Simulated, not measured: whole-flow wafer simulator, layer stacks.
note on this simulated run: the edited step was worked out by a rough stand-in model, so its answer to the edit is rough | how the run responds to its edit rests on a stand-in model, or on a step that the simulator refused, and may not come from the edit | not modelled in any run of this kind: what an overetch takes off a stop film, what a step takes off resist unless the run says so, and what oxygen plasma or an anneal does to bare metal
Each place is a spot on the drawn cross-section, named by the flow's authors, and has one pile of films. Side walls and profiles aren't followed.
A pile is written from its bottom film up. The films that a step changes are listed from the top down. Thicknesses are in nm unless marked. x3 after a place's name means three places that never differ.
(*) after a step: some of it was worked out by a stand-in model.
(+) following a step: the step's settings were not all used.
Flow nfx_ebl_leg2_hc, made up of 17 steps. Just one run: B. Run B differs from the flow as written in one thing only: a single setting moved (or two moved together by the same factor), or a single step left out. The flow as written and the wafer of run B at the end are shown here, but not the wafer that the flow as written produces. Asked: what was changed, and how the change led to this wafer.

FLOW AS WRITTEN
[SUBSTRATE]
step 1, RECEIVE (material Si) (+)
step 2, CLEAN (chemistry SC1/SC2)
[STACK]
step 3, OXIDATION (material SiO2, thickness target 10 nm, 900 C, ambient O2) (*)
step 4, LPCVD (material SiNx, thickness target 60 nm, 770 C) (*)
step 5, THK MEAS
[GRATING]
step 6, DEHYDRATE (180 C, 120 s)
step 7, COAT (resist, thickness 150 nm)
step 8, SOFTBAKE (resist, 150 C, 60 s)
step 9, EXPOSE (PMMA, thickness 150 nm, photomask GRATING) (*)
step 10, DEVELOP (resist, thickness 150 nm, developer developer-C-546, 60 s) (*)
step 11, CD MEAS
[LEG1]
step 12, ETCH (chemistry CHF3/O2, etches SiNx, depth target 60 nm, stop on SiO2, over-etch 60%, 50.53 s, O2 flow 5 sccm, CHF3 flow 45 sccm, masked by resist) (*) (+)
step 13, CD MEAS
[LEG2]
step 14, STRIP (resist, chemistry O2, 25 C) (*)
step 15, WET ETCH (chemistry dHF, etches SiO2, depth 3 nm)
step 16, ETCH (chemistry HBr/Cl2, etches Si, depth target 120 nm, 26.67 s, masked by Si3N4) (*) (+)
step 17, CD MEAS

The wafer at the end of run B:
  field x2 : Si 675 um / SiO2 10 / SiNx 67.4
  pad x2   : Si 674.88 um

The reason: step 4, LPCVD: thickness target 78.8 nm was run, while the flow as written has thickness target 60 nm.

Step by step, how the change led to this:
  step 4, LPCVD (material SiNx, thickness target 60 nm, 770 C) (*)
      field x2, pad x2: SiNx gains 78.8 (new film) (it would be, as written: SiNx gains 60 (new film))
  step 12, ETCH (chemistry CHF3/O2, etches SiNx, depth target 60 nm, stop on SiO2, over-etch 60%, 50.53 s, O2 flow 5 sccm, CHF3 flow 45 sccm, masked by resist) (*) (+)
      pad x2: SiNx loses 78.8 (all of it), SiO2 loses 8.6 (it would be, as written: SiNx loses 60 (all of it), SiO2 loses 10 (all of it))
  step 14, STRIP (resist, chemistry O2, 25 C) (*)
      pad x2: nothing (it would be, as written: chemical SiO2 gains 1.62 (new film), Si loses 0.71)
  step 15, WET ETCH (chemistry dHF, etches SiO2, depth 3 nm)
      pad x2: SiO2 loses 1.4 (all of it) (it would be, as written: chemical SiO2 loses 1.62 (all of it))
